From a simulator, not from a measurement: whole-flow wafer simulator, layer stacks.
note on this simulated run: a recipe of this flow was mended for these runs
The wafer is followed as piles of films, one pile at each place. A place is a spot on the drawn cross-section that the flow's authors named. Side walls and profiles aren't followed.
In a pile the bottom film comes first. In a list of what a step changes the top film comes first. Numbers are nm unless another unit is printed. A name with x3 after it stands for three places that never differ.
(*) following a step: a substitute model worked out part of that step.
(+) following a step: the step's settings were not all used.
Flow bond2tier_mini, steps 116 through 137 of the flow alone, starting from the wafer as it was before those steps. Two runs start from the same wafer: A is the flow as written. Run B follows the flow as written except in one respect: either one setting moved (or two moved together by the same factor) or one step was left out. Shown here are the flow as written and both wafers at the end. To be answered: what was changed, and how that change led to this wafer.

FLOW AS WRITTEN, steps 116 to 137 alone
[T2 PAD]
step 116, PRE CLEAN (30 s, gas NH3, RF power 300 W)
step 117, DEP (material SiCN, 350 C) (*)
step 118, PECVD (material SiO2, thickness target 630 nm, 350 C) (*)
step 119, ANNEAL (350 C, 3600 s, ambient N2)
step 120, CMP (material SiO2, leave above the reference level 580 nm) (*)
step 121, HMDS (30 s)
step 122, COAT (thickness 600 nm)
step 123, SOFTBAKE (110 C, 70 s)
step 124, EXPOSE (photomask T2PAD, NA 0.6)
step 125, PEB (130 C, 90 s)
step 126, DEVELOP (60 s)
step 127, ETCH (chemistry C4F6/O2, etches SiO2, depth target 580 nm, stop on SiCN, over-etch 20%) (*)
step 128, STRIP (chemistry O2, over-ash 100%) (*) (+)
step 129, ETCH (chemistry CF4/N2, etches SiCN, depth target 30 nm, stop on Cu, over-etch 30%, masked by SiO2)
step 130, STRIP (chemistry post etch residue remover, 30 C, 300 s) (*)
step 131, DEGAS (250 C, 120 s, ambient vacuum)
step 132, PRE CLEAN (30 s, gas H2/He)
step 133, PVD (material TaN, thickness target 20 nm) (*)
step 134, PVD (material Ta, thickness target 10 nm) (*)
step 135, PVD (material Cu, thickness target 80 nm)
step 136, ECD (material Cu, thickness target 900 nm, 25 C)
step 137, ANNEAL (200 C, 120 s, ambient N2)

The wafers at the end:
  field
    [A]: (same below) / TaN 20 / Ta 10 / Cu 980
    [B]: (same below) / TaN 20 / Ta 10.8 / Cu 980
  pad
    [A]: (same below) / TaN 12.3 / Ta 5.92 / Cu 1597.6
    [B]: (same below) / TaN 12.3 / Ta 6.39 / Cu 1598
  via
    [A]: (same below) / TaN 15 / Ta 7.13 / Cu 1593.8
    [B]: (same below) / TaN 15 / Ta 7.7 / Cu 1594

The reason: step 134, PVD: thickness target 10.8 nm was run, while the flow as written has thickness target 10 nm.
One can read it off the wafer: field has Ta 10.8, and step 134 as written asks for 10 nm.

How this came from the change, step by step:
  step 134, PVD (material Ta, thickness target 10 nm) (*)
      field: A +10 Ta (new film) | B +10.8 Ta (new film)
      via: A +7.13 Ta (new film) | B +7.7 Ta (new film)
